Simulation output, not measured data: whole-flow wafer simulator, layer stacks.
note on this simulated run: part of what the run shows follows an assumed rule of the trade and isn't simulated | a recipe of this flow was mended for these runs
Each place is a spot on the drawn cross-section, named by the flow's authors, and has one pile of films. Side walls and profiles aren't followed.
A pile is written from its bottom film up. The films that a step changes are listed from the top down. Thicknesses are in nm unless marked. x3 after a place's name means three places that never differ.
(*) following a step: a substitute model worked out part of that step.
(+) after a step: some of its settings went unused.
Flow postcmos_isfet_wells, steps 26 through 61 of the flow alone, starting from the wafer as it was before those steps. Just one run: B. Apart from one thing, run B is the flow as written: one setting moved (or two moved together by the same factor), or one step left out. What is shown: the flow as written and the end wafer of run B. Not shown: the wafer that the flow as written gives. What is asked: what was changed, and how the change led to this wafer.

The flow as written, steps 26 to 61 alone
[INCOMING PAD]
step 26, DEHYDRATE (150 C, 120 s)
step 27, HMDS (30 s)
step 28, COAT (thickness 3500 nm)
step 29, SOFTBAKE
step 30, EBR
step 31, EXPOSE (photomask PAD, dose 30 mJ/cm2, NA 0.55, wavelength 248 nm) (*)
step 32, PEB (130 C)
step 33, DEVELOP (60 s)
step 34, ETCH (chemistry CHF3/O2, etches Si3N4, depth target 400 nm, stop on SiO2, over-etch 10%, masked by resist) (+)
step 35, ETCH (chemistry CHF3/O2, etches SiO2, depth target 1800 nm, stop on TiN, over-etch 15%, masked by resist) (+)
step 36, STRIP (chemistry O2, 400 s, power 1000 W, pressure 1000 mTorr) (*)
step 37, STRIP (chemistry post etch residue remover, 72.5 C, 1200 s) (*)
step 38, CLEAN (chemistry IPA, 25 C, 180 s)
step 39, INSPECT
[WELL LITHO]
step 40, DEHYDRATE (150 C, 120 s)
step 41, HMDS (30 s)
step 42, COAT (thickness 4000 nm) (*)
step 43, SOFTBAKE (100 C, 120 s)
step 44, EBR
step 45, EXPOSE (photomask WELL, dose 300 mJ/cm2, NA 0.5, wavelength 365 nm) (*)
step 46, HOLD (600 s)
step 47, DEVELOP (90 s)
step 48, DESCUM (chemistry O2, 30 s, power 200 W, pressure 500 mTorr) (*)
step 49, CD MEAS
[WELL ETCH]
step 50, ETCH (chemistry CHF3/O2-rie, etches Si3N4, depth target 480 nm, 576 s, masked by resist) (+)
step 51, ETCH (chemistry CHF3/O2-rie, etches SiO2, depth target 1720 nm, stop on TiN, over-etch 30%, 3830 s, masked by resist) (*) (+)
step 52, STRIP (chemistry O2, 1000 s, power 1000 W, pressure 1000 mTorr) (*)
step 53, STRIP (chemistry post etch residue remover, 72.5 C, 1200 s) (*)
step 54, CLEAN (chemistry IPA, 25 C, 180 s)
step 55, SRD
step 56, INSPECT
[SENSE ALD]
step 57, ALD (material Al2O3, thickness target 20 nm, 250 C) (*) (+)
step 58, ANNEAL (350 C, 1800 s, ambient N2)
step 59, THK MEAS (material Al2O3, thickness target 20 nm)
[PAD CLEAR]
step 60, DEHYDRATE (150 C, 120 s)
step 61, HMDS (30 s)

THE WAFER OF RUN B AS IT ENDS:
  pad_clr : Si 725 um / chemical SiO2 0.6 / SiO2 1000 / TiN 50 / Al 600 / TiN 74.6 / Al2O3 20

Cause: step 31, EXPOSE: photomask PADCLR was run, whereas the flow has photomask PAD.

How this came from the change, step by step:
  step 33, DEVELOP (60 s)
      pad_clr: thick-KrF-resist loses 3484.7 (all of it) (in the flow as written it would be: thick-KrF-resist loses 13.7)
  step 34, ETCH (chemistry CHF3/O2, etches Si3N4, depth target 400 nm, stop on SiO2, over-etch 10%, masked by resist) (+)
      pad_clr: Si3N4 loses 400 (all of it), SiO2 loses 20 (in the flow as written it would be: thick-KrF-resist loses 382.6)
  step 35, ETCH (chemistry CHF3/O2, etches SiO2, depth target 1800 nm, stop on TiN, over-etch 15%, masked by resist) (+)
      pad_clr: SiO2 loses 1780 (all of it), TiN loses 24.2 (in the flow as written it would be: thick-KrF-resist loses 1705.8)
  step 36, STRIP (chemistry O2, 400 s, power 1000 W, pressure 1000 mTorr) (*)
      pad_clr: nothing (in the flow as written it would be: thick-KrF-resist loses 1382.5 (all of it))
  step 42, COAT (thickness 4000 nm) (*)
      pad_clr: thick-g/i-line-resist gains 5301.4 (new film) (in the flow as written it would be: thick-g/i-line-resist gains 3249.3 (new film))
  step 43, SOFTBAKE (100 C, 120 s)
      pad_clr: thick-g/i-line-resist loses 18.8 (in the flow as written it would be: thick-g/i-line-resist loses 123)
  step 52, STRIP (chemistry O2, 1000 s, power 1000 W, pressure 1000 mTorr) (*)
      pad_clr: thick-g/i-line-resist loses 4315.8 (all of it) (in the flow as written it would be: thick-g/i-line-resist loses 2159.6 (all of it))
